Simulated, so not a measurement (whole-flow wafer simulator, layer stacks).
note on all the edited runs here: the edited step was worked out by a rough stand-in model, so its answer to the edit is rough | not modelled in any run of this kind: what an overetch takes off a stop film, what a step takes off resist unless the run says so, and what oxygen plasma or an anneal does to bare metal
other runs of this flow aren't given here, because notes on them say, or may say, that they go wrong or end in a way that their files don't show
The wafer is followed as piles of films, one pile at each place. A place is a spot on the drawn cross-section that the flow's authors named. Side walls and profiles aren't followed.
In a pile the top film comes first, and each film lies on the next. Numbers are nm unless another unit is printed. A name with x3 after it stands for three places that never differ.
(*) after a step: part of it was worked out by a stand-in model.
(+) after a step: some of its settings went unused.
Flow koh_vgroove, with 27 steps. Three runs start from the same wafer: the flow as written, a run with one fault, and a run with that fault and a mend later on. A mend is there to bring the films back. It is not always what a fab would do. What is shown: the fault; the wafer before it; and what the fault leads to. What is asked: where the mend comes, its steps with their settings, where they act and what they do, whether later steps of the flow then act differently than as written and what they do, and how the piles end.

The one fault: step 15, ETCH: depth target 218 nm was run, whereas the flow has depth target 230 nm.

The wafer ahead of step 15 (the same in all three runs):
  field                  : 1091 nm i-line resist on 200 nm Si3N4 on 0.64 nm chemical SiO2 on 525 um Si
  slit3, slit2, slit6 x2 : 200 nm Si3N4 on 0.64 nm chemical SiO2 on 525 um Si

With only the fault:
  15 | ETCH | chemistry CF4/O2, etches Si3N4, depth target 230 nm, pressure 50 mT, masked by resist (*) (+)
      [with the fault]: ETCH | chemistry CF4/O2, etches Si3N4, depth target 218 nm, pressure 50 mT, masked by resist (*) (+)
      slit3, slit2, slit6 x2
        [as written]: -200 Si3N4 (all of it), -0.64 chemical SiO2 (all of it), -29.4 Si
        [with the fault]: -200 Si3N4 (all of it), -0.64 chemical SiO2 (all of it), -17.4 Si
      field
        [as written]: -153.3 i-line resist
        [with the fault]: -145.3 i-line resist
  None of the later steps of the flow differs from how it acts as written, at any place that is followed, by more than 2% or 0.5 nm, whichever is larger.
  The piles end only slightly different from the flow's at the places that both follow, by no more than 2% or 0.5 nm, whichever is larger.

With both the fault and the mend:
  The mend follows step 15.
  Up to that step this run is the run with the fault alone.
  15a | ETCH | chemistry CF4/O2, etches Si3N4, depth target 12 nm, pressure 50 mT, masked by resist (*) (+) (the flow's step 15 again, with other settings)
      slit3, slit2, slit6 x2
        -12 Si
      field
        -8 i-line resist
  None of the later steps of the flow acts differently than as written at any place that is followed.
  The piles end the same as the flow's at every place that both follow.
